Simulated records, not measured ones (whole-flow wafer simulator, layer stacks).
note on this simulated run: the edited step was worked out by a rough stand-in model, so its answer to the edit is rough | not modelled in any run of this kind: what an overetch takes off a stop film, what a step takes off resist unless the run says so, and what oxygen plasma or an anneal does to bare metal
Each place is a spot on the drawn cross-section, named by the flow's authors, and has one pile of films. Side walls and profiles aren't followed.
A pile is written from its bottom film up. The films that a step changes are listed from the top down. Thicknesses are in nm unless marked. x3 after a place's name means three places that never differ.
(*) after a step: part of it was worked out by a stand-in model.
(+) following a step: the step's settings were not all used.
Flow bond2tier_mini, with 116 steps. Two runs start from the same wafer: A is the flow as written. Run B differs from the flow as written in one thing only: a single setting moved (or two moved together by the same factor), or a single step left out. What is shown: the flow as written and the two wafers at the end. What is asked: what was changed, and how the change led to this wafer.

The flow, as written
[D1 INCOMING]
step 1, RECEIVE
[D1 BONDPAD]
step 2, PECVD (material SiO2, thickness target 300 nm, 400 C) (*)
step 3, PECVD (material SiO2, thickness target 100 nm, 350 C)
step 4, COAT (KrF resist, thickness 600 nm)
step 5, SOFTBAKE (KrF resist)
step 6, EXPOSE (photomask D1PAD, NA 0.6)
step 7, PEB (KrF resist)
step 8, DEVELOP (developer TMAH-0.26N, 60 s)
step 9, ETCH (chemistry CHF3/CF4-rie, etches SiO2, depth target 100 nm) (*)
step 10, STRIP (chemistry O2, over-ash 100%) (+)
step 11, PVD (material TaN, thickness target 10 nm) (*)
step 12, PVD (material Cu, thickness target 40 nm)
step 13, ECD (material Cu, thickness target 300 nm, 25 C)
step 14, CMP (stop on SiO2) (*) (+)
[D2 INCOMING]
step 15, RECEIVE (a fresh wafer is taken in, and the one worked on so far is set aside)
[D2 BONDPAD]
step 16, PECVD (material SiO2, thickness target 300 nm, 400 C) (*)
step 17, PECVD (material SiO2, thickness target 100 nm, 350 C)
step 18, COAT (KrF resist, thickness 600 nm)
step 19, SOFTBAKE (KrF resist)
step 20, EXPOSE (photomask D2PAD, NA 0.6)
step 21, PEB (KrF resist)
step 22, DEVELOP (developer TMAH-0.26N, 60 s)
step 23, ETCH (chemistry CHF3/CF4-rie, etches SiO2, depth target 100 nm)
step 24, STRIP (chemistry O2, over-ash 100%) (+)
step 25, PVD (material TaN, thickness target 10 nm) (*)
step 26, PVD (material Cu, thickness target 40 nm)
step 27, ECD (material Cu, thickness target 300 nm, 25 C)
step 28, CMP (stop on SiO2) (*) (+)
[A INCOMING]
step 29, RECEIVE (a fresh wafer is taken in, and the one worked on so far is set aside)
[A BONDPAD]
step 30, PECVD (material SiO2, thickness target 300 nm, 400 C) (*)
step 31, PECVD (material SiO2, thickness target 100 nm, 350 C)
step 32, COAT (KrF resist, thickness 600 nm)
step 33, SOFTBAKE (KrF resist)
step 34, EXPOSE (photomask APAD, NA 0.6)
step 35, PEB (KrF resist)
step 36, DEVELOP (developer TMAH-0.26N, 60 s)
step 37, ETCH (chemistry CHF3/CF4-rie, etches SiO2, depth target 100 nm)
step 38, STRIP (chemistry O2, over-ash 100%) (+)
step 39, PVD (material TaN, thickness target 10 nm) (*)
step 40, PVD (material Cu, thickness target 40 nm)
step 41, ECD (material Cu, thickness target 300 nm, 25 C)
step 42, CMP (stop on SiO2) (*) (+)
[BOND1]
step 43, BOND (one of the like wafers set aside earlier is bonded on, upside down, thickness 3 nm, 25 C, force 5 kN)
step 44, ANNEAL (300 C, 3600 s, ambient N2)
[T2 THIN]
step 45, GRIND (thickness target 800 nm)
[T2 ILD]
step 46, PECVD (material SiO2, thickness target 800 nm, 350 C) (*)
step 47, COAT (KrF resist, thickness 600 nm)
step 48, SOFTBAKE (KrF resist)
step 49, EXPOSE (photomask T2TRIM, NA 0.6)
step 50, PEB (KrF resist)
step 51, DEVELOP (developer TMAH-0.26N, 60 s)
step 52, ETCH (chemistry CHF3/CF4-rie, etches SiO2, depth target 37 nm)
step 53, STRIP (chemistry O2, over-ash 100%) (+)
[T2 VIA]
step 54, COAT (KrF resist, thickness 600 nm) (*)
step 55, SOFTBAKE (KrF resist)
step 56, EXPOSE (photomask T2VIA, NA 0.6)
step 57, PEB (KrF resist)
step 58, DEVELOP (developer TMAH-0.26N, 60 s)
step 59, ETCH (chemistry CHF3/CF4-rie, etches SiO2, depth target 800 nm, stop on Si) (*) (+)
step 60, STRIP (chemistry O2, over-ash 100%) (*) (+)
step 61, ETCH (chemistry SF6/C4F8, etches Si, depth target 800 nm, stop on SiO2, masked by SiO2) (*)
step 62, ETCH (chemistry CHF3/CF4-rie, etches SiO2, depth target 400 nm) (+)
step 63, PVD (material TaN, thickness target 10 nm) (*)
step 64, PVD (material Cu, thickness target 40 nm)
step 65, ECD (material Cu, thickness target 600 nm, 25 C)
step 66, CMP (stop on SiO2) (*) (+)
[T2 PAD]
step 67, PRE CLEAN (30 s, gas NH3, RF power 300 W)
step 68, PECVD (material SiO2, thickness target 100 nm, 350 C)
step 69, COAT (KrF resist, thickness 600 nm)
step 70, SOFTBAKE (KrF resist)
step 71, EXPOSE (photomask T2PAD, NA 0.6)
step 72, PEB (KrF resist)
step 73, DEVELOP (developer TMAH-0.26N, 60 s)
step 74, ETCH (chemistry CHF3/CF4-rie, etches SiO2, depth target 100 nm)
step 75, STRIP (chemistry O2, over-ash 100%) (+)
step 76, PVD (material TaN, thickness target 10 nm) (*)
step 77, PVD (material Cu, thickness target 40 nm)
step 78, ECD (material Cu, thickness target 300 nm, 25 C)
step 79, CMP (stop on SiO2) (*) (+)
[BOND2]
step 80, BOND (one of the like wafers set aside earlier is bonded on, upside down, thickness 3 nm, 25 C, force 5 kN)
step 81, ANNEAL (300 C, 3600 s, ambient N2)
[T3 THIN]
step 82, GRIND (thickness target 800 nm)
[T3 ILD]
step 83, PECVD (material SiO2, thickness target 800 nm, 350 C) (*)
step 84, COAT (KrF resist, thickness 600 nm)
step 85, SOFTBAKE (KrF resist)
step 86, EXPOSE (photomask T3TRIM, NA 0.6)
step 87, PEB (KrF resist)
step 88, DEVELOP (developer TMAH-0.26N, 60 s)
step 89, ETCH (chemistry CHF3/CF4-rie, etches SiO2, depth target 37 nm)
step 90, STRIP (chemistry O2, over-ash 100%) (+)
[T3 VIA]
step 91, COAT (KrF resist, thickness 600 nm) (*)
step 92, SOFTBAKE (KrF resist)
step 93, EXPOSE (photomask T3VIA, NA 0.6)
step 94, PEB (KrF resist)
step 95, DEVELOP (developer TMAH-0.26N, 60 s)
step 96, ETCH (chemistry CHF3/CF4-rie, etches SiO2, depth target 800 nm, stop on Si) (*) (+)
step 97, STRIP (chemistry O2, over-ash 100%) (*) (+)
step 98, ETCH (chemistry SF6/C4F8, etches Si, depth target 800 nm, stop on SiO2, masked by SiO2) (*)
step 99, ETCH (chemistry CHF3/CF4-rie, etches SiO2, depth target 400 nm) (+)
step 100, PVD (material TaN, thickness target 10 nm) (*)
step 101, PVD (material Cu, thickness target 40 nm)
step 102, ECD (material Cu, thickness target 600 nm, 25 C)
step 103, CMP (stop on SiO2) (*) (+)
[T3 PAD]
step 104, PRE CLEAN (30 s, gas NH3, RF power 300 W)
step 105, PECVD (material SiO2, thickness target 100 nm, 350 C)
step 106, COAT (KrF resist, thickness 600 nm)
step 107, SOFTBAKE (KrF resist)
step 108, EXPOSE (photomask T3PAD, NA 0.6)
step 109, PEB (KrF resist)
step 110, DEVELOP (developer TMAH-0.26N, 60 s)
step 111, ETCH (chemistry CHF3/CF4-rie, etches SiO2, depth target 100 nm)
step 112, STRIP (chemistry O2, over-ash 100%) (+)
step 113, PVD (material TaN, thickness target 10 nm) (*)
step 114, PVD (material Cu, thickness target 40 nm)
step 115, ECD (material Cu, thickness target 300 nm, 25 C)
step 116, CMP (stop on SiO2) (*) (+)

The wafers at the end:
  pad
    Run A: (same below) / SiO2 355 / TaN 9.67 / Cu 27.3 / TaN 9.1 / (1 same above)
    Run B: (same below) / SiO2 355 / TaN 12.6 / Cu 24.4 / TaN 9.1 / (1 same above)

What caused this: step 100, PVD: thickness target 13 nm was run, while the flow as written has thickness target 10 nm.

Step by step, how the change led to this:
  step 100, PVD (material TaN, thickness target 10 nm) (*)
      field: A TaN gains 10 (new film) | B TaN gains 13 (new film)
      pad: A TaN gains 9.67 (new film) | B TaN gains 12.6 (new film)
  step 103, CMP (stop on SiO2) (*) (+)
      field: A Cu loses 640 (all of it), TaN loses 10 (all of it) | B Cu loses 640 (all of it), TaN loses 13 (all of it)
